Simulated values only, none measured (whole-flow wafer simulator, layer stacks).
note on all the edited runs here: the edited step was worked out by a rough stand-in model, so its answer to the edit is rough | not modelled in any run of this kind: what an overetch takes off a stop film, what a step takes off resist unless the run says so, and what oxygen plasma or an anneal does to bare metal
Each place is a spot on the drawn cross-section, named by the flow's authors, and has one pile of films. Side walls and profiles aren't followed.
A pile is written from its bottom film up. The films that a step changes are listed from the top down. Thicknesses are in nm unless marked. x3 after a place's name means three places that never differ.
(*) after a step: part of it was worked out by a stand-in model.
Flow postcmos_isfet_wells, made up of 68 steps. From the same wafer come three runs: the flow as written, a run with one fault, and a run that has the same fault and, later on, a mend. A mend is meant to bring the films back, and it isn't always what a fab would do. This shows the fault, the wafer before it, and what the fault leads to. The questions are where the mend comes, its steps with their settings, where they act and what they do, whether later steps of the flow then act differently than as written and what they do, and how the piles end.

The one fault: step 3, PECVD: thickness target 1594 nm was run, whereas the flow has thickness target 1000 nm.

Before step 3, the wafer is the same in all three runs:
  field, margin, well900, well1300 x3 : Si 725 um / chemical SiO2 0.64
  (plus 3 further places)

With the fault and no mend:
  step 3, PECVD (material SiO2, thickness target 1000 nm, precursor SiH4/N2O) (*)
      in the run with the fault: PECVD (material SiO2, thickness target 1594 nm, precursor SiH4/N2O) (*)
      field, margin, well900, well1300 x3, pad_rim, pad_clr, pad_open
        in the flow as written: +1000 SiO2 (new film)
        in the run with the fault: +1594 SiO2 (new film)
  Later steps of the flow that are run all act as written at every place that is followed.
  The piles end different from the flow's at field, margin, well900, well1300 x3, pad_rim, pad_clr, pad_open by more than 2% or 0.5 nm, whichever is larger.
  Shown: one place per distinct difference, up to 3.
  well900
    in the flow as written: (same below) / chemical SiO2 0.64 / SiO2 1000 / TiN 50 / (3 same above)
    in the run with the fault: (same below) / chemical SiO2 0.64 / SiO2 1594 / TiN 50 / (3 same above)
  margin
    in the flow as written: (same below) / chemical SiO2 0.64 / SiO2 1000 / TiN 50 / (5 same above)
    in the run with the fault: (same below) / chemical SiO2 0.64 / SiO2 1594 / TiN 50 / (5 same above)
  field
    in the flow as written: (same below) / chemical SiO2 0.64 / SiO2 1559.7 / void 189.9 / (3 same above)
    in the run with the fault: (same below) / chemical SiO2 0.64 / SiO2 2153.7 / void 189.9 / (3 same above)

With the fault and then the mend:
  The mend follows step 3.
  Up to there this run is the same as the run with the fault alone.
  step 3a, ETCH (chemistry boe, depth target 594 nm)
      field, margin, well900, well1300 x3, pad_rim, pad_clr, pad_open
        -594 SiO2
  Later steps of the flow that are run all act as written at every place that is followed.
  At every place that both follow, the piles at the end match the flow's.
